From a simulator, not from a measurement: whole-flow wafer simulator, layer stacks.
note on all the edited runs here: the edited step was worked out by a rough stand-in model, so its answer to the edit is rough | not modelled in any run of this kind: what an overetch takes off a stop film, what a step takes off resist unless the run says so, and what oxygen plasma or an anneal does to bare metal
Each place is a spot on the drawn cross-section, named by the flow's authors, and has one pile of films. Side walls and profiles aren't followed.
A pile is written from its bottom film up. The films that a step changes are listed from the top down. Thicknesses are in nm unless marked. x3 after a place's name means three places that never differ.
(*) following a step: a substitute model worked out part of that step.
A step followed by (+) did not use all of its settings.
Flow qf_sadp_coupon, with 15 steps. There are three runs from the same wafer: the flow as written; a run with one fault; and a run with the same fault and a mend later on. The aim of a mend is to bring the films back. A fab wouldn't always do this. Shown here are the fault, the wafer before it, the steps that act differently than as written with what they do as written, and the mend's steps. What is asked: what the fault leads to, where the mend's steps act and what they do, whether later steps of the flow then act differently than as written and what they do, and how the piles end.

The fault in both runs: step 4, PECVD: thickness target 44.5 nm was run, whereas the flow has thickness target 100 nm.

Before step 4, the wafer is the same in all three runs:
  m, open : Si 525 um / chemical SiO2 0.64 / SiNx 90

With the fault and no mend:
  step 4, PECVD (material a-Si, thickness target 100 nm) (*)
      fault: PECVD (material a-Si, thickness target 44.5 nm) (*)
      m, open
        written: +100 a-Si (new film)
        fault: +44.5 a-Si (new film)
  Steps later in the flow that act otherwise than as written:
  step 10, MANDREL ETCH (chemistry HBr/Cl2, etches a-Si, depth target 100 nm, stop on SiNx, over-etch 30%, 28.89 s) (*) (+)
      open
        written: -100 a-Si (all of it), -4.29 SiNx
        fault: -44.5 a-Si (all of it), -12.2 SiNx
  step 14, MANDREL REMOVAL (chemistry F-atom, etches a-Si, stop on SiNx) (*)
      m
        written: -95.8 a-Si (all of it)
        fault: -40.3 a-Si (all of it)
  The piles end different from the flow's at open by more than 2% or 0.5 nm, whichever is larger.
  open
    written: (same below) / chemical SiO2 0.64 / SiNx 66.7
    fault: (same below) / chemical SiO2 0.64 / SiNx 58.7

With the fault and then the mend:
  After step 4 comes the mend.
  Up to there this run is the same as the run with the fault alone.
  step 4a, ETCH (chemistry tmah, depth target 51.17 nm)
      m, open
        -44.5 a-Si (all of it)
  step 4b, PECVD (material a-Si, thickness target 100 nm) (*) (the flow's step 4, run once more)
      m, open
        +100 a-Si (new film)
  Every later step of the flow that is run acts as written at every place that is followed.
  By the end, the piles equal the flow's at every place that both follow.
